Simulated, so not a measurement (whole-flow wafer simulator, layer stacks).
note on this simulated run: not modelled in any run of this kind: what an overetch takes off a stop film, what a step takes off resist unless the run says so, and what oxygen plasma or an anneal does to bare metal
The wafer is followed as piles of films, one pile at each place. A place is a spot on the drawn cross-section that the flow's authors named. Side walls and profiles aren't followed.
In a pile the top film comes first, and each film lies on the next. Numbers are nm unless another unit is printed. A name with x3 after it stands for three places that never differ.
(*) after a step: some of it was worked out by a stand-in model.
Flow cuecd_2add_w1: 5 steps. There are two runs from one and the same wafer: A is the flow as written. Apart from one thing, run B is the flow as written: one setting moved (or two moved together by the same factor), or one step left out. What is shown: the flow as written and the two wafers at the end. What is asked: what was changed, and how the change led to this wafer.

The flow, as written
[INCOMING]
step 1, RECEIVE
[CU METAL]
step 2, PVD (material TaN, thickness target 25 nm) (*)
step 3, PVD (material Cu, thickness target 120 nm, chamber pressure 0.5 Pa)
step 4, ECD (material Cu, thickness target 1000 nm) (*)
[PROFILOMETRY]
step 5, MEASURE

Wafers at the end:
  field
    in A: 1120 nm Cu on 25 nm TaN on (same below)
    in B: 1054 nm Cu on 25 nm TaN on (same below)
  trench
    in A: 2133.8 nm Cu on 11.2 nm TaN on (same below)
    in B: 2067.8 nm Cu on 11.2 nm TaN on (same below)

The reason: step 3, PVD: thickness target 54 nm was run, though the flow has thickness target 120 nm.

How this came from the change, step by step:
  step 3, PVD (material Cu, thickness target 120 nm, chamber pressure 0.5 Pa)
      field: A +120 Cu (new film) | B +54 Cu (new film)
      trench: A +53.6 Cu (new film) | B +24.6 Cu (new film)
